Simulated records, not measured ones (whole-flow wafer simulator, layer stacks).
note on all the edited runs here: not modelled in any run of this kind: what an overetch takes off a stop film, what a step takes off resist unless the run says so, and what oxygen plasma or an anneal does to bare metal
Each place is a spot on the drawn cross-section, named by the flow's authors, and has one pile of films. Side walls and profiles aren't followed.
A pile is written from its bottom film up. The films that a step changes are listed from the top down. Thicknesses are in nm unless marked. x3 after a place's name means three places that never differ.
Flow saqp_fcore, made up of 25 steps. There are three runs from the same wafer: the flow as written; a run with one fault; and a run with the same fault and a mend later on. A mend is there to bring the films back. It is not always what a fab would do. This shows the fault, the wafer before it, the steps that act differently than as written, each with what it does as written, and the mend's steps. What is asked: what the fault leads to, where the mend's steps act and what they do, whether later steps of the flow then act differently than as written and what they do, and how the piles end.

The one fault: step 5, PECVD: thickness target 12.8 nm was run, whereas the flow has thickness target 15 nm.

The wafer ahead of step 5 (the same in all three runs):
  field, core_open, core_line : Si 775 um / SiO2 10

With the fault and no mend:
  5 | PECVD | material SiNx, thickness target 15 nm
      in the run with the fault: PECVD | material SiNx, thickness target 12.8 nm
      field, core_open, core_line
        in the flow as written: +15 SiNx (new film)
        in the run with the fault: +12.8 SiNx (new film)
  Later steps of the flow that are run all act as written at every place that is followed.
  The piles end different from the flow's at field, core_open, core_line by more than 2% or 0.5 nm, whichever is larger.
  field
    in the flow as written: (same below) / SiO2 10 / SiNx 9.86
    in the run with the fault: (same below) / SiO2 10 / SiNx 7.66
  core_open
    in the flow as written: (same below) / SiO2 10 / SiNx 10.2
    in the run with the fault: (same below) / SiO2 10 / SiNx 7.98
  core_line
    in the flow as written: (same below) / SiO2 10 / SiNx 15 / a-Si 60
    in the run with the fault: (same below) / SiO2 10 / SiNx 12.8 / a-Si 60

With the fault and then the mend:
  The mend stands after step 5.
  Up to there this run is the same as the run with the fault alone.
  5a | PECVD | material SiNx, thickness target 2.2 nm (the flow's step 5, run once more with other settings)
      field, core_open, core_line
        +2.2 SiNx
  Later steps of the flow that are run all act as written at every place that is followed.
  At every place that both follow, the piles at the end match the flow's.
